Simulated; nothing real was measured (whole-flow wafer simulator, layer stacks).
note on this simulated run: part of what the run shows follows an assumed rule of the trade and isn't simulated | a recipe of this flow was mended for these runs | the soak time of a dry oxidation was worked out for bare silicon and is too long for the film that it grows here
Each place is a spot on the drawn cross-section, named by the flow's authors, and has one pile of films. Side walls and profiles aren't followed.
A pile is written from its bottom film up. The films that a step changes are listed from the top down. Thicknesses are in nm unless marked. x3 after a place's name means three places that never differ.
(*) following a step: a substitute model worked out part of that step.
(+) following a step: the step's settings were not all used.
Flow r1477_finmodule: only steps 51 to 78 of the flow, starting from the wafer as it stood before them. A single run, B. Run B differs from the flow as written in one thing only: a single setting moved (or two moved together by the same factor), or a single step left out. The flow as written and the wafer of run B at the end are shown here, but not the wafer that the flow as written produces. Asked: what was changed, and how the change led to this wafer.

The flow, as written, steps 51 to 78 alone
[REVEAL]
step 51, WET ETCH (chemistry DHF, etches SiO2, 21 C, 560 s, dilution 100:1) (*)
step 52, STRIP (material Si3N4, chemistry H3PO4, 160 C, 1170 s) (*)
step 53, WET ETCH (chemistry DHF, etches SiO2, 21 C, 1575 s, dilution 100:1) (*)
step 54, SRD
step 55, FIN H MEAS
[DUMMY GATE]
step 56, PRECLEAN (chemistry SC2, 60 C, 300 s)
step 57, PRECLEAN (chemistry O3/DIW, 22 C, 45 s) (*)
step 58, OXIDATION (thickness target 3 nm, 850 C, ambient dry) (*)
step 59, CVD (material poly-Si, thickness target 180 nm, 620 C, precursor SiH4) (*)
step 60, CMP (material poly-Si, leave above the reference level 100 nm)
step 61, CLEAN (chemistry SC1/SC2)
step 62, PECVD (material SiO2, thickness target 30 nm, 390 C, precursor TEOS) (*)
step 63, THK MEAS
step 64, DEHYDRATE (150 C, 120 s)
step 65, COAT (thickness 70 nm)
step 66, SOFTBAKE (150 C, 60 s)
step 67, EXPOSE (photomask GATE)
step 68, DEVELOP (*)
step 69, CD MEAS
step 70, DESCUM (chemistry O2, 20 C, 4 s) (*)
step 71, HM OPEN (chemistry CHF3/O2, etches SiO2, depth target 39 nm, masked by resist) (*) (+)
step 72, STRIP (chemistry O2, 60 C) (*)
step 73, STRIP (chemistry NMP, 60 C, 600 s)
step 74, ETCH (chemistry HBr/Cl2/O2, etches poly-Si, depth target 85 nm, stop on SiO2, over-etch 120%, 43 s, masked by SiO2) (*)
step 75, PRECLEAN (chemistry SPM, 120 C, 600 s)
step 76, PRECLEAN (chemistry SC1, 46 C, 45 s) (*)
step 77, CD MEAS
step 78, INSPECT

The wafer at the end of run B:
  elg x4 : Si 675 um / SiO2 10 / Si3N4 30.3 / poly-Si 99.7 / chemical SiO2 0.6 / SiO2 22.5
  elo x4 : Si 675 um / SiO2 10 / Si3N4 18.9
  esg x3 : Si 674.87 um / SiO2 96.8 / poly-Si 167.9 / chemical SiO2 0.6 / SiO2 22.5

The reason: step 51, WET ETCH: 224 s was run, while the flow as written has 560 s.

The path from the change to this, step by step:
  step 51, WET ETCH (chemistry DHF, etches SiO2, 21 C, 560 s, dilution 100:1) (*)
      elg x4, elo x4: -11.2 SiO2 (as written it would have been: -22.3 SiO2 (all of it), -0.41 Si3N4)
      esg x3, e200sg, s40cg x3, s40sg x3, eso x3, e200so, s40co x3, s40so x3: -11.2 SiO2 (as written it would have been: -28.1 SiO2)
      (also at 8 further places)
  step 52, STRIP (material Si3N4, chemistry H3PO4, 160 C, 1170 s) (*)
      elg x4, elo x4: -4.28 SiO2 (as written it would have been: -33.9 Si3N4 (all of it), -2.15 SiO2)
  step 53, WET ETCH (chemistry DHF, etches SiO2, 21 C, 1575 s, dilution 100:1) (*)
      elg x4, elo x4: -6.77 SiO2 (all of it), -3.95 Si3N4 (as written it would have been: -7.85 SiO2 (all of it))
  step 57, PRECLEAN (chemistry O3/DIW, 22 C, 45 s) (*)
      elg x4, elo x4: nothing (as written it would have been: +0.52 chemical SiO2, -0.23 Si)
  step 58, OXIDATION (thickness target 3 nm, 850 C, ambient dry) (*)
      elg x4, elo x4: nothing (as written it would have been: +3 SiO2 (new film), -0.85 chemical SiO2 (all of it), -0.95 Si)
  step 59, CVD (material poly-Si, thickness target 180 nm, 620 C, precursor SiH4) (*)
      s40cg x3, s40sg x3, s40co x3, s40so x3: +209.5 poly-Si (new film) (as written it would have been: +226.3 poly-Si (new film))
      esg x3, eso x3: +248.1 poly-Si (new film) (as written it would have been: +226.3 poly-Si (new film))
      (also at 2 further places)
  step 60, CMP (material poly-Si, leave above the reference level 100 nm)
      s40cg x3, s40sg x3, s40sg_line x3, s40co x3, s40so x3, s40so_line x3: -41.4 poly-Si (as written it would have been: -80 poly-Si)
      pad, padg: -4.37 poly-Si (as written it would have been: -24.8 poly-Si)
      (also at 2 further places)
  step 74, ETCH (chemistry HBr/Cl2/O2, etches poly-Si, depth target 85 nm, stop on SiO2, over-etch 120%, 43 s, masked by SiO2) (*)
      elo x4: -1.12 chemical SiO2 (all of it), -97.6 poly-Si (all of it), -11.4 Si3N4 (as written it would have been: -1.12 chemical SiO2 (all of it), -97.6 poly-Si (all of it), -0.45 SiO2)
      eso x3, e200so, s40co x3, s40so x3: -1.12 chemical SiO2 (all of it), -165.7 poly-Si (all of it), -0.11 SiO2 (as written it would have been: -1.12 chemical SiO2 (all of it), -143.9 poly-Si (all of it), -0.22 SiO2)
      (also at 4 further places)
